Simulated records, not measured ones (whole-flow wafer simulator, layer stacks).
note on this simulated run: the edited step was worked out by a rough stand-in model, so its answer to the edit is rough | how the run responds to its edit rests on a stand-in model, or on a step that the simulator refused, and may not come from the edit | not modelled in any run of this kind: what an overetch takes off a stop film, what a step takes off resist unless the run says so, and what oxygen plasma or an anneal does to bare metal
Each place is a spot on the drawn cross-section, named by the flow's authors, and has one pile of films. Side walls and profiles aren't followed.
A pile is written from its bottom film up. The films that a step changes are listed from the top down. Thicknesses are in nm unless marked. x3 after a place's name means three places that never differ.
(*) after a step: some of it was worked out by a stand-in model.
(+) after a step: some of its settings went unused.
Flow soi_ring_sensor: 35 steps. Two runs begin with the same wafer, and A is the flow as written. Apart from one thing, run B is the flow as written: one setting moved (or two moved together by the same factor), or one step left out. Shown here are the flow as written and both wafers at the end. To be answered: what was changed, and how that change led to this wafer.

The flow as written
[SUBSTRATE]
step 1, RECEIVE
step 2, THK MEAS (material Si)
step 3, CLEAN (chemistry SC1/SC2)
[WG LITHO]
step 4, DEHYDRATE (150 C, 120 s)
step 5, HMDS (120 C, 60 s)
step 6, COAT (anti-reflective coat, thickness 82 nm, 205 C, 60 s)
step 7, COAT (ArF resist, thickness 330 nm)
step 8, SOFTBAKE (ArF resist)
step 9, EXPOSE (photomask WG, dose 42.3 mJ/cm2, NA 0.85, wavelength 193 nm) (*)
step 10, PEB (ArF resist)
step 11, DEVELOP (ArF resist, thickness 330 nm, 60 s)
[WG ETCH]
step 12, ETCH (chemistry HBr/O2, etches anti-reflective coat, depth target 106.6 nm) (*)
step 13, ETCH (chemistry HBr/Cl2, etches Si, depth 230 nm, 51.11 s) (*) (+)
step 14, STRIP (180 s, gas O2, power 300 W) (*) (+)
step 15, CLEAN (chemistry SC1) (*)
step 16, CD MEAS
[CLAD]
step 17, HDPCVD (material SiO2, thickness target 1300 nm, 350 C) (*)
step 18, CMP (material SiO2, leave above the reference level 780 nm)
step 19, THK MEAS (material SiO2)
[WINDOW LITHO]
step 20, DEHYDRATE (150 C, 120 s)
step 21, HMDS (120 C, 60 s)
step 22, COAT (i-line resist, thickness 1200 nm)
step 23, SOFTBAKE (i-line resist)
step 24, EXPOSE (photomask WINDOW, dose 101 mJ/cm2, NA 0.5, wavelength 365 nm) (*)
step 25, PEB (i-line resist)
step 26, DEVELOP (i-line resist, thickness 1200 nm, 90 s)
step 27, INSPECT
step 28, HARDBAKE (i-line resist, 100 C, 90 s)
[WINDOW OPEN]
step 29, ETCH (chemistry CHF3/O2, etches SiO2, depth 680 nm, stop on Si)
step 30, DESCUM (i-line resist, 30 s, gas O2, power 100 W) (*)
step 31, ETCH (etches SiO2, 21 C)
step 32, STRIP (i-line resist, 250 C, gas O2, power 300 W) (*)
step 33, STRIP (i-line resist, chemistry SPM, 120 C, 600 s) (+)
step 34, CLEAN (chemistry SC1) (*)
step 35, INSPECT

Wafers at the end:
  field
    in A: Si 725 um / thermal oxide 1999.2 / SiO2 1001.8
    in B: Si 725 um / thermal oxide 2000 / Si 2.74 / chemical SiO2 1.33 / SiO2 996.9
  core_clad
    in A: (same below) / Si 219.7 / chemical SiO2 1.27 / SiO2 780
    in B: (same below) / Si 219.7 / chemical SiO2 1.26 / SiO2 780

What caused this: step 12, ETCH: depth target 74.6 nm was run, while the flow as written has depth target 106.6 nm.

How this came from the change, step by step:
  step 12, ETCH (chemistry HBr/O2, etches anti-reflective coat, depth target 106.6 nm) (*)
      gap, window, field, gap_clad: A anti-reflective coat loses 82 (all of it), chemical SiO2 loses 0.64 (all of it) | B anti-reflective coat loses 74.6
      core, core_clad: A ArF resist loses 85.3 | B ArF resist loses 59.7
  step 13, ETCH (chemistry HBr/Cl2, etches Si, depth 230 nm, 51.11 s) (*) (+)
      gap, window, field, gap_clad: A Si loses 220 (all of it), thermal oxide loses 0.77 | B anti-reflective coat loses 7.4 (all of it), chemical SiO2 loses 0.64 (all of it), Si loses 216.7
  step 14, STRIP (180 s, gas O2, power 300 W) (*) (+)
      gap, window, field, gap_clad: A nothing | B chemical SiO2 gains 1.33 (new film), Si loses 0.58
      core, core_clad: A ArF resist loses 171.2 (all of it), anti-reflective coat loses 82 (all of it), chemical SiO2 gains 0.63, Si loses 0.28 | B ArF resist loses 196.8 (all of it), anti-reflective coat loses 82 (all of it), chemical SiO2 gains 0.62, Si loses 0.27
